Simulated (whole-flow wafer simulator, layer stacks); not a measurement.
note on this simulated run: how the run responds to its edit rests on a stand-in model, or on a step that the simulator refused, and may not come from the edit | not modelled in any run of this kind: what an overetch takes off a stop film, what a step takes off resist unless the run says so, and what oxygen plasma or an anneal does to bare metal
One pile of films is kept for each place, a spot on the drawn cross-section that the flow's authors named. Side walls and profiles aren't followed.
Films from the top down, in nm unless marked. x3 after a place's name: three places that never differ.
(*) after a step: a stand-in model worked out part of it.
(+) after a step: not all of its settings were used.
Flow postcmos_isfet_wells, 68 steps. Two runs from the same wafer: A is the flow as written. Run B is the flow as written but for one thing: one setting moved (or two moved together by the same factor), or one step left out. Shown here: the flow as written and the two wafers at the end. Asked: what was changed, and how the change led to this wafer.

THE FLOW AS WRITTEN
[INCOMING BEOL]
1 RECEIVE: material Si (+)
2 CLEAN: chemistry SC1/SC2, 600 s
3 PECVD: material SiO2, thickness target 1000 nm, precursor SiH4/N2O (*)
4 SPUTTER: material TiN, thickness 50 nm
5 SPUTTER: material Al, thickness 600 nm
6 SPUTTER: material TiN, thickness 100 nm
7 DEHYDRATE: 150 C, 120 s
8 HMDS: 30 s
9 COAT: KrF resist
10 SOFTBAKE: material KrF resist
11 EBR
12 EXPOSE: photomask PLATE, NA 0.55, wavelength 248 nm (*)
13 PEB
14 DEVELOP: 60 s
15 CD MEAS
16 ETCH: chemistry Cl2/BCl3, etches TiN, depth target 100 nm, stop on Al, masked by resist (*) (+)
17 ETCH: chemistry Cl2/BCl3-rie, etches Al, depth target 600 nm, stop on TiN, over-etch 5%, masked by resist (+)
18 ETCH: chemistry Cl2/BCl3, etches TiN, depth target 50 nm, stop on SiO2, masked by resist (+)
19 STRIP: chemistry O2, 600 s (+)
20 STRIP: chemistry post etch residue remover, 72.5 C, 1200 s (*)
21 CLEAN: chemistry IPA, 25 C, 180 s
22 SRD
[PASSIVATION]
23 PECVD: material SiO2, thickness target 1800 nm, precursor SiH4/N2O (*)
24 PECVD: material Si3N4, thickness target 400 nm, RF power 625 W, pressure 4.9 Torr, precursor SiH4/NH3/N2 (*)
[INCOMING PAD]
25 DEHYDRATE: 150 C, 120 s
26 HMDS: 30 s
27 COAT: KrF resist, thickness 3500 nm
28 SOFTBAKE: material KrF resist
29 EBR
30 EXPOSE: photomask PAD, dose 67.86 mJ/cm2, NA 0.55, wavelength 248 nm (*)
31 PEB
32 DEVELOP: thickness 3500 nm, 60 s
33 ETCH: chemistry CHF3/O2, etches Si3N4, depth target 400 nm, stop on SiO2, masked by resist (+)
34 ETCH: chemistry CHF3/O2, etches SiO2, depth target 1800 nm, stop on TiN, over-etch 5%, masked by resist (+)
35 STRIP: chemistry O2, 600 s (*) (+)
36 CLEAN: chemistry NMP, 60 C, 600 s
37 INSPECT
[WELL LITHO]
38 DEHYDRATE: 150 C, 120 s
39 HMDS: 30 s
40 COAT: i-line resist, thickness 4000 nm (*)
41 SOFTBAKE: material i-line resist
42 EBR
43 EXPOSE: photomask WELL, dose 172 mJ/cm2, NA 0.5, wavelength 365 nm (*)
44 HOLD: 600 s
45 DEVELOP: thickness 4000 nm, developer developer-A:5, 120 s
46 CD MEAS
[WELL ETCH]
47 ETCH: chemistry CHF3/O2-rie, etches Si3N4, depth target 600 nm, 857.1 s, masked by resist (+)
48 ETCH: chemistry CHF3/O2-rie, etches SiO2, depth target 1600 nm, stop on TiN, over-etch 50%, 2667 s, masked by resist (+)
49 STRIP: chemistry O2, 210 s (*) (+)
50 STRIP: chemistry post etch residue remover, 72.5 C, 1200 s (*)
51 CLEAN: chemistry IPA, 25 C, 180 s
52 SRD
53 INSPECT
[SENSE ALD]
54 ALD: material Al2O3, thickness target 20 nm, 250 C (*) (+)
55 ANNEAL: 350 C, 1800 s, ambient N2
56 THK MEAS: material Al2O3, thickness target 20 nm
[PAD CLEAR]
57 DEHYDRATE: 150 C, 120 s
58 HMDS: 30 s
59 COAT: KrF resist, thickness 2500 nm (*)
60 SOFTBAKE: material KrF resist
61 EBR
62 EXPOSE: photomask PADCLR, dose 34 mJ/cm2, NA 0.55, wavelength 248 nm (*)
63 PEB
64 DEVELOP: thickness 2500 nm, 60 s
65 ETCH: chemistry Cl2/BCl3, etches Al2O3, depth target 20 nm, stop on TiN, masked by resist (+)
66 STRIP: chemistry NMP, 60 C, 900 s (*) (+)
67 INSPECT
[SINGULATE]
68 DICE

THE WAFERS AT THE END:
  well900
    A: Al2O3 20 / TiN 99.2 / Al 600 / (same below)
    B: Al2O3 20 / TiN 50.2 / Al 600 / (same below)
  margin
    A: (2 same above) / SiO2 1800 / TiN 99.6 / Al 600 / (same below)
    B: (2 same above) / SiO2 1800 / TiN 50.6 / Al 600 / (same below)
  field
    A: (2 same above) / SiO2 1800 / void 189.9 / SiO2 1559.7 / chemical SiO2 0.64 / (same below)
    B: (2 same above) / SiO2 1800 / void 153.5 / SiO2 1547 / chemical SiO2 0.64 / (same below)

The cause: step 6, SPUTTER: thickness 51 nm was run, where the flow has thickness 100 nm.

How the change led to this, step by step:
  6 SPUTTER: material TiN, thickness 100 nm
      field, margin, well900, well1300 x3, pad_rim, pad_clr, pad_open: A TiN +100 (new film) | B TiN +51 (new film)
  16 ETCH: chemistry Cl2/BCl3, etches TiN, depth target 100 nm, stop on Al, masked by resist (*) (+)
      margin, well900, well1300 x3, pad_rim, pad_clr, pad_open: A KrF resist -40 | B KrF resist -30.6
      field: A TiN -100 (all of it) | B TiN -51 (all of it)
  23 PECVD: material SiO2, thickness target 1800 nm, precursor SiH4/N2O (*)
      field: A SiO2 +1800 (new film), void +189.9 (new film), SiO2 +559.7 | B SiO2 +1800 (new film), void +153.5 (new film), SiO2 +547
